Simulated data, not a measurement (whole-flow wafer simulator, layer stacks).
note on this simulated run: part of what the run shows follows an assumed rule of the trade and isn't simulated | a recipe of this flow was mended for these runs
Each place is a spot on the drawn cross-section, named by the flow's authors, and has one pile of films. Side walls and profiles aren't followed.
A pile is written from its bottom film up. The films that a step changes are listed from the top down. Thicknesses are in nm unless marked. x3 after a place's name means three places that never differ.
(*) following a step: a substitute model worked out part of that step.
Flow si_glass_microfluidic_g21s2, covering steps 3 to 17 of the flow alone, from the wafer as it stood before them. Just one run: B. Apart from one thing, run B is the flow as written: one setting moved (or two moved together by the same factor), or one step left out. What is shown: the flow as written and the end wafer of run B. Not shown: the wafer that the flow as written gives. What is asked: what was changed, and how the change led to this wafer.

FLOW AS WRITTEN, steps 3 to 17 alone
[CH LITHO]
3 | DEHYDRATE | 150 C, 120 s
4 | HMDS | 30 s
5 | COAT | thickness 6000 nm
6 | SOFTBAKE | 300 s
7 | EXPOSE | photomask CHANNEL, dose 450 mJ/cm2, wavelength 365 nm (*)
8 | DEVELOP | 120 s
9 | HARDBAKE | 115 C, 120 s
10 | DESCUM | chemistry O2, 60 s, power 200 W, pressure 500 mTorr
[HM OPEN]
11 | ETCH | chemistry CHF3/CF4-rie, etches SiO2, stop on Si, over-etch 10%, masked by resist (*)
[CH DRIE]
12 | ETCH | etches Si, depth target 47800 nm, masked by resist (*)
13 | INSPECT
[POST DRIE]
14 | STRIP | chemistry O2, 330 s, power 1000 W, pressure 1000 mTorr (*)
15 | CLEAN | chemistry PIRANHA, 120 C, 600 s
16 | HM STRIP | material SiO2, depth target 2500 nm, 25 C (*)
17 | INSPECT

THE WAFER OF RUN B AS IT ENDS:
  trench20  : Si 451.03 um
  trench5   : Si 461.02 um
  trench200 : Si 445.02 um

Cause: step 11, ETCH: over-etch 4% was run, though the flow has over-etch 10%.

Step by step, how the change led to this:
  11 | ETCH | chemistry CHF3/CF4-rie, etches SiO2, stop on Si, over-etch 10%, masked by resist (*)
      trench20, trench5, trench200: -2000 SiO2 (all of it), -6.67 Si (as written it would have been: -2000 SiO2 (all of it), -16.7 Si)
      land: -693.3 thick-i-line-resist (as written it would have been: -733.3 thick-i-line-resist)
  12 | ETCH | etches Si, depth target 47800 nm, masked by resist (*)
      trench5: -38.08 um Si (as written it would have been: -38.09 um Si)
